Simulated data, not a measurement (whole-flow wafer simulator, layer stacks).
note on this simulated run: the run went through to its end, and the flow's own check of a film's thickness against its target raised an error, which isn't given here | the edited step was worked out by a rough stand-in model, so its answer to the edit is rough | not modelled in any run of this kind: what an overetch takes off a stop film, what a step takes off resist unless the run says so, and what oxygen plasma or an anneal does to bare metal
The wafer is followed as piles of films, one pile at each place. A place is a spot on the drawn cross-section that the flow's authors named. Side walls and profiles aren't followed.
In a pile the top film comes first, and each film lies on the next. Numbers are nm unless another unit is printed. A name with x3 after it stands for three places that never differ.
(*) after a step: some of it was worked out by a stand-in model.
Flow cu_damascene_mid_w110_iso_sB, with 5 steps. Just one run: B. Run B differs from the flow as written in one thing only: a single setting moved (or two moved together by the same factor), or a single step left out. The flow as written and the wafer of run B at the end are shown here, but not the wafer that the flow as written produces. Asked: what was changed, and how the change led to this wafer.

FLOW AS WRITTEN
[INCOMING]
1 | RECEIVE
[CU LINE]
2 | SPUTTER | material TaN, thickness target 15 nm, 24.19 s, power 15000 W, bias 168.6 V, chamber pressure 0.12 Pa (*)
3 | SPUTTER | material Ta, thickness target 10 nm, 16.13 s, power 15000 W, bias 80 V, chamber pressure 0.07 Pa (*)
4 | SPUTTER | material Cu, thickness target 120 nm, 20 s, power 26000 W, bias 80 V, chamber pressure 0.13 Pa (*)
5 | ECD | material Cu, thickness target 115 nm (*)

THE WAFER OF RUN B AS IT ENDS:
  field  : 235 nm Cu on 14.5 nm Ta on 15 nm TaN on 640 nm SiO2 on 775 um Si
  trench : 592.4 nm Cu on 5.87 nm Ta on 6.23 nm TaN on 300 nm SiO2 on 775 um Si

What caused this: step 3, SPUTTER: thickness target 14.5 nm was run, whereas the flow has thickness target 10 nm; step 3, SPUTTER: 23.39 s was run, where the flow has 16.13 s.
One can read it off the wafer: field has Ta 14.5, and step 3 as written asks for 10 nm.

Step by step, how the change led to this:
  3 | SPUTTER | material Ta, thickness target 10 nm, 16.13 s, power 15000 W, bias 80 V, chamber pressure 0.07 Pa (*)
      field: +14.5 Ta (new film) (it would be, as written: +10 Ta (new film))
      trench: +5.87 Ta (new film) (it would be, as written: +4.05 Ta (new film))
